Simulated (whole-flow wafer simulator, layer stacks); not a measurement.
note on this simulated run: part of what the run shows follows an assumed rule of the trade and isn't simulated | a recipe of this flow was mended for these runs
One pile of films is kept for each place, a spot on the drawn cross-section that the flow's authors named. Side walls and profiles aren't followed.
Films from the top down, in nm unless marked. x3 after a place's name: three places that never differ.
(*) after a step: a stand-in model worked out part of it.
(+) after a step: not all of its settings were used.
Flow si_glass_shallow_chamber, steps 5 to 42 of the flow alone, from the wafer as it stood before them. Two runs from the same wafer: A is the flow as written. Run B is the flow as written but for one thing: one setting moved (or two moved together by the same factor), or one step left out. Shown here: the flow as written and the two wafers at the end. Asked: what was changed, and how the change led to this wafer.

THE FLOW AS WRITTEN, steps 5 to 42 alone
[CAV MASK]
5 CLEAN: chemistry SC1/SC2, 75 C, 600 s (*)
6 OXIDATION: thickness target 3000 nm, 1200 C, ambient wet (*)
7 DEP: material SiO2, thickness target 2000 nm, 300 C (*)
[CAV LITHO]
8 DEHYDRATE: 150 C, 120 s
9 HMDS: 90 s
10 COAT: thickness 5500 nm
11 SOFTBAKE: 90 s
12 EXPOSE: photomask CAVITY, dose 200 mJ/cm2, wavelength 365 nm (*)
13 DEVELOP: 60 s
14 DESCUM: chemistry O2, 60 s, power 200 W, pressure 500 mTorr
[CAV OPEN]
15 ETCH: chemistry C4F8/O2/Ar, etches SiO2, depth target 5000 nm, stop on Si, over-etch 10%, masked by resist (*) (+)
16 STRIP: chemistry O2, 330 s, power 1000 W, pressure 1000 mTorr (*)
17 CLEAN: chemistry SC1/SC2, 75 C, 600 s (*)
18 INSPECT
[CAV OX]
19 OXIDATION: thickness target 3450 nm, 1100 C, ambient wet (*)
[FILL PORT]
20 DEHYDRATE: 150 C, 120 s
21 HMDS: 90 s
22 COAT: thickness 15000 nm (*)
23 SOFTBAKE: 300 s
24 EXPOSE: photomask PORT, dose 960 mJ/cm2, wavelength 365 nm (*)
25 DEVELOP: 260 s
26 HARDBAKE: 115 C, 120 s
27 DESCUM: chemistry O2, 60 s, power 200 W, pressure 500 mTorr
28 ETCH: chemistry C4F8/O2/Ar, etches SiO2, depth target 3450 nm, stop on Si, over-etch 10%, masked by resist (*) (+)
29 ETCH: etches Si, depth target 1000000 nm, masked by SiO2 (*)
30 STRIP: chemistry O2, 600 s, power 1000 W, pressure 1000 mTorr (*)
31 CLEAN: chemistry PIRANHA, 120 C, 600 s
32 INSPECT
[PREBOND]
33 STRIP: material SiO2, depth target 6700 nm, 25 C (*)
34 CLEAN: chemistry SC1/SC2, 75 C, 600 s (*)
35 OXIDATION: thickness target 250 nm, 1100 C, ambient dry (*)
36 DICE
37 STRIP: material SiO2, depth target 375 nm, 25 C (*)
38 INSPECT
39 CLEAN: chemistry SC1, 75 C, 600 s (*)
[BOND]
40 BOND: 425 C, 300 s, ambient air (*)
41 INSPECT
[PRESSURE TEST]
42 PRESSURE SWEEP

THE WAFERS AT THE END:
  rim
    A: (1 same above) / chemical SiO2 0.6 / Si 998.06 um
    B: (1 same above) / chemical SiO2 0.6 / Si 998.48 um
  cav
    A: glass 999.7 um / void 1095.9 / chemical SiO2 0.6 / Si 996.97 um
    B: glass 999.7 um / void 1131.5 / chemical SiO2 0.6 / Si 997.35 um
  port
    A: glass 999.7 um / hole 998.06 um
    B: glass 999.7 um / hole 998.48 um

The cause: step 6, OXIDATION: 1020 C was run, where the flow has 1200 C.

How the change led to this, step by step:
  6 OXIDATION: thickness target 3000 nm, 1200 C, ambient wet (*)
      rim, ramp, cav, port, septum, ring: A SiO2 +3000 (new film), chemical SiO2 -0.6 (all of it), Si -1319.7 | B SiO2 +1797.8 (new film), chemical SiO2 -0.6 (all of it), Si -790.8
  15 ETCH: chemistry C4F8/O2/Ar, etches SiO2, depth target 5000 nm, stop on Si, over-etch 10%, masked by resist (*) (+)
      rim, ramp, septum, ring: A thick-i-line-resist -1100 | B thick-i-line-resist -835.5
      cav, port: A SiO2 -5000 (all of it), Si -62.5 | B SiO2 -3797.8 (all of it), Si -212.8
  16 STRIP: chemistry O2, 330 s, power 1000 W, pressure 1000 mTorr (*)
      rim, ramp, septum, ring: A thick-i-line-resist -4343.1 (all of it) | B thick-i-line-resist -4607.6 (all of it)
  19 OXIDATION: thickness target 3450 nm, 1100 C, ambient wet (*)
      rim, ramp, septum, ring: A SiO2 +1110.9, Si -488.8 | B SiO2 +1371.5, Si -603.5
  22 COAT: thickness 15000 nm (*)
      rim: A thick-i-line-resist +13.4 um (new film) | B thick-i-line-resist +13.78 um (new film)
      ramp: A thick-i-line-resist +12.89 um (new film) | B thick-i-line-resist +13.39 um (new film)
      (and at 4 more places)
  23 SOFTBAKE: 300 s
      rim: A thick-i-line-resist -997 | B thick-i-line-resist -744.6
      ramp: A thick-i-line-resist -487.1 | B thick-i-line-resist -356.4
      (and at 4 more places)
  25 DEVELOP: 260 s
      port: A thick-i-line-resist -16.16 um (all of it) | B thick-i-line-resist -15.88 um (all of it)
  26 HARDBAKE: 115 C, 120 s
      rim, ramp: A thick-i-line-resist -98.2 | B thick-i-line-resist -105.9
      cav: A thick-i-line-resist -147.1 | B thick-i-line-resist -143.2
  29 ETCH: etches Si, depth target 1000000 nm, masked by SiO2 (*)
      rim, ramp: A thick-i-line-resist -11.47 um (all of it), SiO2 -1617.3 | B thick-i-line-resist -12.09 um (all of it), SiO2 -1287
      port: A hole +997.05 um (new film), Si -997.05 um (all of it) | B hole +997.43 um (new film), Si -997.43 um (all of it)
      (and at 2 more places)
  30 STRIP: chemistry O2, 600 s, power 1000 W, pressure 1000 mTorr (*)
      cav: A thick-i-line-resist -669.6 (all of it) | B thick-i-line-resist -394.3 (all of it)
  33 STRIP: material SiO2, depth target 6700 nm, 25 C (*)
      rim: A SiO2 -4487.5 (all of it) | B SiO2 -3876.3 (all of it)
      ramp: A SiO2 -4487.5 (all of it) | B SiO2 -3876.2 (all of it)
      (and at 2 more places)
  40 BOND: 425 C, 300 s, ambient air (*)
      cav: A glass +999.7 um (new film), void +1095.9 (new film) | B glass +999.7 um (new film), void +1131.5 (new film)
      port: A glass +999.7 um (new film), hole +1017.3 | B glass +999.7 um (new film), hole +1052.9
